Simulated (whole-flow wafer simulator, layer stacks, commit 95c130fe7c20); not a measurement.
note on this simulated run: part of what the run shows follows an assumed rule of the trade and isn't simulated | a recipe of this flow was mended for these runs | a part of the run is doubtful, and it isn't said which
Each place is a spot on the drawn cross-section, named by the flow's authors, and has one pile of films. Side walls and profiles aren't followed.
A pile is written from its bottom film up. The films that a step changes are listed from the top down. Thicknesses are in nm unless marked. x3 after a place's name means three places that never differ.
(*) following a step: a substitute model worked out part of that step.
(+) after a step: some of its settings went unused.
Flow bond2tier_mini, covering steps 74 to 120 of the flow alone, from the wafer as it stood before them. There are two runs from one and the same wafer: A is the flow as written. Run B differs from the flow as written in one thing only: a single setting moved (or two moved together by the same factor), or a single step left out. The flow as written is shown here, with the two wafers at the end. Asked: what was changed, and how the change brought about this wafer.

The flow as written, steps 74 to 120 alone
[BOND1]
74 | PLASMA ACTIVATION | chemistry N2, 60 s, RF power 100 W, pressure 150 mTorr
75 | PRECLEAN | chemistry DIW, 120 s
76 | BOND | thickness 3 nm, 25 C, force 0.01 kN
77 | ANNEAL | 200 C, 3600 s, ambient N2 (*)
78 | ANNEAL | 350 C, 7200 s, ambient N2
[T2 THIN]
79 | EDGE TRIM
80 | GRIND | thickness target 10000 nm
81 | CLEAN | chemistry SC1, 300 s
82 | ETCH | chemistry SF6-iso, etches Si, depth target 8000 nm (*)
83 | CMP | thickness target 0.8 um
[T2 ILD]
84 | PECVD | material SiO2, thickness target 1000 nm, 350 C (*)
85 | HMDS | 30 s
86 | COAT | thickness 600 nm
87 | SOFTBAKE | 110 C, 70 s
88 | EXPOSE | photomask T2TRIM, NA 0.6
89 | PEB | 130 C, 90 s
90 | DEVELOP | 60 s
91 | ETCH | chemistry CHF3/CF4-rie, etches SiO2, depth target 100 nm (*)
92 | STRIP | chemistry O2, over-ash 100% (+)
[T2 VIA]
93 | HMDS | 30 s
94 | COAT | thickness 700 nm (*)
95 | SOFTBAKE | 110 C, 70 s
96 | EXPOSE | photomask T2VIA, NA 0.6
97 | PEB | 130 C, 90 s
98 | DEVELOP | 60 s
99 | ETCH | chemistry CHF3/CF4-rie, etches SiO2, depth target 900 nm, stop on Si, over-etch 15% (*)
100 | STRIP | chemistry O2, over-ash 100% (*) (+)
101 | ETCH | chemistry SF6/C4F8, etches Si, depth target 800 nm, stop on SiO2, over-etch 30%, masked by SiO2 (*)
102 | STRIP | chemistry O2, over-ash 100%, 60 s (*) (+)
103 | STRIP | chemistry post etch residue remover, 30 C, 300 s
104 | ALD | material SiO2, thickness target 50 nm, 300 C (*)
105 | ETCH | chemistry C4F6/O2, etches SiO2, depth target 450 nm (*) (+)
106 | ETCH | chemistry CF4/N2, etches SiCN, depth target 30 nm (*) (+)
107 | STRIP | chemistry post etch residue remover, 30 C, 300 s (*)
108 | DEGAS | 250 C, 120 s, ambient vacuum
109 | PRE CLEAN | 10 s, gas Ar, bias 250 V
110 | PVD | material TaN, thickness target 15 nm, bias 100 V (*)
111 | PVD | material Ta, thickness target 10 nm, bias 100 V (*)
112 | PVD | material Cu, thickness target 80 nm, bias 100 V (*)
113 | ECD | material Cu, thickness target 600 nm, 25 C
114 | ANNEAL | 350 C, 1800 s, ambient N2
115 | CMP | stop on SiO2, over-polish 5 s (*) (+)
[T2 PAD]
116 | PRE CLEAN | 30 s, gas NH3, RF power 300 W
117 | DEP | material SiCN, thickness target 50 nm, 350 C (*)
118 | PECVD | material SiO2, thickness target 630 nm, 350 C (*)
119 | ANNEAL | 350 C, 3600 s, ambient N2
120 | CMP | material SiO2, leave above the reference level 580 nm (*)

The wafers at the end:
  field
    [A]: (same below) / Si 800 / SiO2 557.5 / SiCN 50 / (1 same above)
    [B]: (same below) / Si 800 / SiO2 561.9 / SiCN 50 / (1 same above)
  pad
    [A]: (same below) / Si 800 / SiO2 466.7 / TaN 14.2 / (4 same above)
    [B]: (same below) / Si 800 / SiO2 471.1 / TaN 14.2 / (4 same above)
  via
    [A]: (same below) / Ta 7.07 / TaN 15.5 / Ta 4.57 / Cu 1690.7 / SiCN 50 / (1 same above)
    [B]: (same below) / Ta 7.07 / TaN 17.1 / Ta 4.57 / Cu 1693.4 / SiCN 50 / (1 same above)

What caused this: step 106, ETCH: depth target 23.4 nm was run, though the flow has depth target 30 nm.

The path from the change to this, step by step:
  106 | ETCH | chemistry CF4/N2, etches SiCN, depth target 30 nm (*) (+)
      field, pad: A -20 SiO2 | B -15.6 SiO2
      via: A -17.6 SiCN (all of it), -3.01 TaN | B -17.6 SiCN (all of it), -1.4 TaN
